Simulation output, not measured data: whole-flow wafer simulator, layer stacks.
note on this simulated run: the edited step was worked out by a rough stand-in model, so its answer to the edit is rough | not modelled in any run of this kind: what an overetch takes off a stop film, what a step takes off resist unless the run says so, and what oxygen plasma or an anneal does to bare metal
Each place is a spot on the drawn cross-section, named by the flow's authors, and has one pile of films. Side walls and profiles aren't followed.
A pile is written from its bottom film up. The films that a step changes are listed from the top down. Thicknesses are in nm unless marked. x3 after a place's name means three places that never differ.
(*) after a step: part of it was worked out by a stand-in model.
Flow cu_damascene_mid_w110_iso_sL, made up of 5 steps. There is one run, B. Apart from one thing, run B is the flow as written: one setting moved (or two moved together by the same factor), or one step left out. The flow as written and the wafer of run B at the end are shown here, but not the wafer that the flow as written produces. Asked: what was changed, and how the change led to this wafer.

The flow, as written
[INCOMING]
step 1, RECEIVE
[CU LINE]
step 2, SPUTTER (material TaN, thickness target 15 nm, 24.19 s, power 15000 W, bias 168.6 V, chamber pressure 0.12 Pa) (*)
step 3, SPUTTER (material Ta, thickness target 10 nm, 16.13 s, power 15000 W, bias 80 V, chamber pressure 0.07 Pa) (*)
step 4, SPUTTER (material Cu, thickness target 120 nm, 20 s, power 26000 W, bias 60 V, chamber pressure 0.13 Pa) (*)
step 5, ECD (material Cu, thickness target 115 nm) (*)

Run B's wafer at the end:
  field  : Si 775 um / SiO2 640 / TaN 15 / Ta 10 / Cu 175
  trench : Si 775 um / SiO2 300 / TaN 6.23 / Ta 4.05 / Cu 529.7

What caused this: step 4, SPUTTER: 10 s was run, while the flow as written has 20 s.

How this came from the change, step by step:
  step 4, SPUTTER (material Cu, thickness target 120 nm, 20 s, power 26000 W, bias 60 V, chamber pressure 0.13 Pa) (*)
      field: Cu gains 60 (new film) (it would be, as written: Cu gains 120 (new film))
      trench: Cu gains 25 (new film) (it would be, as written: Cu gains 49.9 (new film))
  step 5, ECD (material Cu, thickness target 115 nm) (*)
      trench: Cu gains 504.8 (it would be, as written: Cu gains 539.8)
